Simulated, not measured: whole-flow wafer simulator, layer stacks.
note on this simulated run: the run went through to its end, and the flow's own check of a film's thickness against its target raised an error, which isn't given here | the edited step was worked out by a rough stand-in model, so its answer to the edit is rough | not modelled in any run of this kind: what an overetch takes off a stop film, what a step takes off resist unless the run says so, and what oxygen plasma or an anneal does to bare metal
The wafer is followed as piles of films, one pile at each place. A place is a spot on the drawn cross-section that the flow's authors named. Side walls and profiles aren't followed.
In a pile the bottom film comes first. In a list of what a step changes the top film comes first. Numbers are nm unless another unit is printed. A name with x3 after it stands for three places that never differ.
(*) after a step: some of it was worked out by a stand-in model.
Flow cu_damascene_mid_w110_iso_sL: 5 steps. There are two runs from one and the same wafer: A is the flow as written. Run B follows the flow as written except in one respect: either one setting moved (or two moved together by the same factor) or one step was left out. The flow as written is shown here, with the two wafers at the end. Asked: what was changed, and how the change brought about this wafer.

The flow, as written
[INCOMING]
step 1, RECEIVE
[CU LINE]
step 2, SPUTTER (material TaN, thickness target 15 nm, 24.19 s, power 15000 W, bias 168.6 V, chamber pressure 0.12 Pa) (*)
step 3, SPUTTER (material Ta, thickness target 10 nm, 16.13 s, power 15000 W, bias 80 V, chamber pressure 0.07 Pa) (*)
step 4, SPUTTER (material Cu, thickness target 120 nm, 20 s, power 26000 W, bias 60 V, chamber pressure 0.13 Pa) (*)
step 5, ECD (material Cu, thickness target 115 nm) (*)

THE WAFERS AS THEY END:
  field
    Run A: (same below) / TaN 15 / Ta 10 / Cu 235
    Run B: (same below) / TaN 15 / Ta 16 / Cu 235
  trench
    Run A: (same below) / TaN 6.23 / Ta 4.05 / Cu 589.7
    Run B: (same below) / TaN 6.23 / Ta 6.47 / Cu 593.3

What caused this: step 3, SPUTTER: 25.81 s was run, whereas the flow has 16.13 s.

Step by step, how the change led to this:
  step 3, SPUTTER (material Ta, thickness target 10 nm, 16.13 s, power 15000 W, bias 80 V, chamber pressure 0.07 Pa) (*)
      field: A Ta gains 10 (new film) | B Ta gains 16 (new film)
      trench: A Ta gains 4.05 (new film) | B Ta gains 6.47 (new film)
  step 4, SPUTTER (material Cu, thickness target 120 nm, 20 s, power 26000 W, bias 60 V, chamber pressure 0.13 Pa) (*)
      trench: A Cu gains 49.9 (new film) | B Cu gains 48.9 (new film)
